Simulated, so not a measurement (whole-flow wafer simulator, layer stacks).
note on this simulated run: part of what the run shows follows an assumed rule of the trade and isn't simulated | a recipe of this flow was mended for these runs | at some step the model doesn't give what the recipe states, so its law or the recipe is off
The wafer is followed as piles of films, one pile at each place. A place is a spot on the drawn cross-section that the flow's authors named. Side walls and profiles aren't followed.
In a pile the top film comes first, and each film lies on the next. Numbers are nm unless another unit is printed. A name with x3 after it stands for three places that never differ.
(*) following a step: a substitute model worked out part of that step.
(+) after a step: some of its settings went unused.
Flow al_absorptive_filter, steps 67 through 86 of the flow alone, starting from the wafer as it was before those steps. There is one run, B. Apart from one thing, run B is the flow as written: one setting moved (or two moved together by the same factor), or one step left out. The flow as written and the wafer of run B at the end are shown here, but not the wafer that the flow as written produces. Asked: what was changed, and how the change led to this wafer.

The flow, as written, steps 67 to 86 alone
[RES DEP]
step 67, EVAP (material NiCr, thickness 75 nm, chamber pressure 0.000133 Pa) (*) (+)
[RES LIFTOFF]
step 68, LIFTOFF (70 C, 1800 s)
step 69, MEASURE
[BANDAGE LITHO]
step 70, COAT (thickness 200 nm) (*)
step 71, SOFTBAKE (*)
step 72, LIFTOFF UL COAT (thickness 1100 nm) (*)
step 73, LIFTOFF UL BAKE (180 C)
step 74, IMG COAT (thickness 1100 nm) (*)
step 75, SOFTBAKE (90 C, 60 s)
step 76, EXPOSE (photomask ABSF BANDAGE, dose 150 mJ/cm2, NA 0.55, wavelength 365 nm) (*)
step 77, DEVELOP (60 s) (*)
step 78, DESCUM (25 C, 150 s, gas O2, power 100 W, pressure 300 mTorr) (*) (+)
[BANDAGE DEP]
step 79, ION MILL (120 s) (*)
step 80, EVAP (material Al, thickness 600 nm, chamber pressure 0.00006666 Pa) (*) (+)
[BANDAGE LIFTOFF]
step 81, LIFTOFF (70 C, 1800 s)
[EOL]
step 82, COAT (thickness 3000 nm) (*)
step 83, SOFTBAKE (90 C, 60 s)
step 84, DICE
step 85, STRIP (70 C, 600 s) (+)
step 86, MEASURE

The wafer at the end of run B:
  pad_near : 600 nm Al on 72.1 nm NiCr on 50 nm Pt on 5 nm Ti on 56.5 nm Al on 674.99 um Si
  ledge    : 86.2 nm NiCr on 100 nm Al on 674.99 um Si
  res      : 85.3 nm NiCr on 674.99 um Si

The reason: step 67, EVAP: thickness 86.25 nm was run, though the flow has thickness 75 nm.
The wafer lets one read it off: ledge has NiCr 86.2, and step 67 as written asks for 75 nm.

How this came from the change, step by step:
  step 67, EVAP (material NiCr, thickness 75 nm, chamber pressure 0.000133 Pa) (*) (+)
      gnd, pad_far, ledge and 9 more: NiCr gains 86.2 (new film) (as written it would have been: NiCr gains 75 (new film))
      pad_near: NiCr gains 85.4 (new film) (as written it would have been: NiCr gains 74.2 (new film))
      (as well as at 1 more place)
  step 68, LIFTOFF (70 C, 1800 s)
      xa_field, xl_land, idc_field: NiCr loses 86.2 (all of it), i-line-resist loses 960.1 (all of it), lift-off-underlayer loses 1100 (all of it), acrylic-e-beam-resist loses 200 (all of it) (as written it would have been: NiCr loses 75 (all of it), i-line-resist loses 960.1 (all of it), lift-off-underlayer loses 1100 (all of it), acrylic-e-beam-resist loses 200 (all of it))
      gnd: NiCr loses 86.2 (all of it), i-line-resist loses 959.5 (all of it), lift-off-underlayer loses 1100.9 (all of it), acrylic-e-beam-resist loses 200.6 (all of it) (as written it would have been: NiCr loses 75 (all of it), i-line-resist loses 959.5 (all of it), lift-off-underlayer loses 1100.9 (all of it), acrylic-e-beam-resist loses 200.6 (all of it))
      (as well as at 7 more places)
  step 83, SOFTBAKE (90 C, 60 s)
      ledge: i-line-resist loses 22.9 (as written it would have been: i-line-resist loses 22.2)
      res: i-line-resist loses 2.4 (as written it would have been: i-line-resist loses 1.75)
